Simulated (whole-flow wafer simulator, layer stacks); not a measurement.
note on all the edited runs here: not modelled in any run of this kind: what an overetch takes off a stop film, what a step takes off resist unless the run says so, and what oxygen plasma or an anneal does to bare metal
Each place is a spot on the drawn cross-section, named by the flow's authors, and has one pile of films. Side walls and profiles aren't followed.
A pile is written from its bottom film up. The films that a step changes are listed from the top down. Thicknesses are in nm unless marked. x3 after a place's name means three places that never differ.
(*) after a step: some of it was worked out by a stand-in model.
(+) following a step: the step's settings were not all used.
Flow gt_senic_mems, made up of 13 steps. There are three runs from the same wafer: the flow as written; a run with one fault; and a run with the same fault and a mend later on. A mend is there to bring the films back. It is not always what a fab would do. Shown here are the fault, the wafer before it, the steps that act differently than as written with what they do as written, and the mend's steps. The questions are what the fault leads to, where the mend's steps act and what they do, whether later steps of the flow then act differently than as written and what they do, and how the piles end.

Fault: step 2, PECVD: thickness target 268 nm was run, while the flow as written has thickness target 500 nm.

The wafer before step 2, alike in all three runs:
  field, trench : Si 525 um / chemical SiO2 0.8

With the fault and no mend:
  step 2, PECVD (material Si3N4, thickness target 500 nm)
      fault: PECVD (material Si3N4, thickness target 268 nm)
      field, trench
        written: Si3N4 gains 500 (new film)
        fault: Si3N4 gains 268 (new film)
  Steps further on in the flow that do not act as written (2 other steps are not shown; they differ only slightly, by no more than 2% or 0.5 nm, whichever is larger):
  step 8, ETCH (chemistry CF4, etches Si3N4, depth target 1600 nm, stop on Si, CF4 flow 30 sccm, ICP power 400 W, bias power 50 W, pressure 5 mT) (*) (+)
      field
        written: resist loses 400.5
        fault: resist loses 245.9
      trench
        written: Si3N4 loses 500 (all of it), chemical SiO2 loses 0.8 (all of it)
        fault: Si3N4 loses 268 (all of it), chemical SiO2 loses 0.8 (all of it)
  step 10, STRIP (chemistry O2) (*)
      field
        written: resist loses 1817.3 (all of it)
        fault: resist loses 1972 (all of it)
  By the end, the piles at field depart from the flow's by more than 2% or 0.5 nm, whichever is larger.
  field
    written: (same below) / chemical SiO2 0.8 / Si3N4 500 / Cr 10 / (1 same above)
    fault: (same below) / chemical SiO2 0.8 / Si3N4 268 / Cr 10 / (1 same above)

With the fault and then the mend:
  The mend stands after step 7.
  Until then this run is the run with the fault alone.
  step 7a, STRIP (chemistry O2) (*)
      field
        resist loses 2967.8 (all of it)
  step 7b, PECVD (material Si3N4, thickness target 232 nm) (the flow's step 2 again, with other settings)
      field, trench
        Si3N4 gains 232
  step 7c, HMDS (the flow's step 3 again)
      leaves every film unchanged at each place that is followed
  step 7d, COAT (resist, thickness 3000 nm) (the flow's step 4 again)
      field, trench
        resist gains 3000 (new film)
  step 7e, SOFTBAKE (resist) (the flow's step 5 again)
      leaves every film unchanged at each place that is followed
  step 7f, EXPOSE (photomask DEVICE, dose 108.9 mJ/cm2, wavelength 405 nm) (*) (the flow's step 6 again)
      leaves every film unchanged at each place that is followed
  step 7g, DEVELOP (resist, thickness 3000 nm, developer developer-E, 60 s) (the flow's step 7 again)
      field
        resist loses 32.2
      trench
        resist loses 3000 (all of it)
  None of the later steps of the flow acts differently than as written at any place that is followed.
  At every place that both follow, the piles at the end match the flow's.
